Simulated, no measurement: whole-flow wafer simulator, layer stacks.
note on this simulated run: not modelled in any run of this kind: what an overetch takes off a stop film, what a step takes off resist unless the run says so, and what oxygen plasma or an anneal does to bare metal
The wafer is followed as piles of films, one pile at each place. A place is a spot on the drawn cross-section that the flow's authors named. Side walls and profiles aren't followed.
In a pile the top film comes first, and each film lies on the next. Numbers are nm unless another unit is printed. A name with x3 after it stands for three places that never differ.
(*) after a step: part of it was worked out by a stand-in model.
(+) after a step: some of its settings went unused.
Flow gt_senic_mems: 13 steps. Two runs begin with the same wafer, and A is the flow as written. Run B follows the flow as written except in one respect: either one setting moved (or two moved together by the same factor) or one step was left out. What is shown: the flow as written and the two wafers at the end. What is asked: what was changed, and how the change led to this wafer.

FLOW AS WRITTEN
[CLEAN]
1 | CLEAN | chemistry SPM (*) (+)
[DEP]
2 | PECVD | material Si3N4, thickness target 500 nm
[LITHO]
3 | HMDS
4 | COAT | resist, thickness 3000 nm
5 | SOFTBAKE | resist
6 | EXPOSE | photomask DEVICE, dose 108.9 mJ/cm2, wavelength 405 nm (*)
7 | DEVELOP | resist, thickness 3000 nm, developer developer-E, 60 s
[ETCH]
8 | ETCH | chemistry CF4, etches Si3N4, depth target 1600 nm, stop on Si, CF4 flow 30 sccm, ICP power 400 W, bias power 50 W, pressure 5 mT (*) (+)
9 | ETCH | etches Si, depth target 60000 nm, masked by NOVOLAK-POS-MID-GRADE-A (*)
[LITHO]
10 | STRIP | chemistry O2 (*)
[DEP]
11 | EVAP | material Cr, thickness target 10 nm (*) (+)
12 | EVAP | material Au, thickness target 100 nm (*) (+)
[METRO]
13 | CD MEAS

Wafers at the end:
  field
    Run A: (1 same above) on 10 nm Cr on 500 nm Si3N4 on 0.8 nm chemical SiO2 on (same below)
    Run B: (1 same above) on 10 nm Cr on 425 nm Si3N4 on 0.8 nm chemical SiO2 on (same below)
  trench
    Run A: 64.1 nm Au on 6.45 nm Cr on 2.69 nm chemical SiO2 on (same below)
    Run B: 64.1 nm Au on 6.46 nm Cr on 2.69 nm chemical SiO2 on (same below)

Cause: step 2, PECVD: thickness target 425 nm was run, though the flow has thickness target 500 nm.
The wafer lets one read it off: field has Si3N4 425, and step 2 as written asks for 500 nm.

How this came from the change, step by step:
  2 | PECVD | material Si3N4, thickness target 500 nm
      field, trench: A +500 Si3N4 (new film) | B +425 Si3N4 (new film)
  8 | ETCH | chemistry CF4, etches Si3N4, depth target 1600 nm, stop on Si, CF4 flow 30 sccm, ICP power 400 W, bias power 50 W, pressure 5 mT (*) (+)
      field: A -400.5 resist | B -350.5 resist
      trench: A -500 Si3N4 (all of it), -0.8 chemical SiO2 (all of it) | B -425 Si3N4 (all of it), -0.8 chemical SiO2 (all of it)
  10 | STRIP | chemistry O2 (*)
      field: A -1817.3 resist (all of it) | B -1867.3 resist (all of it)
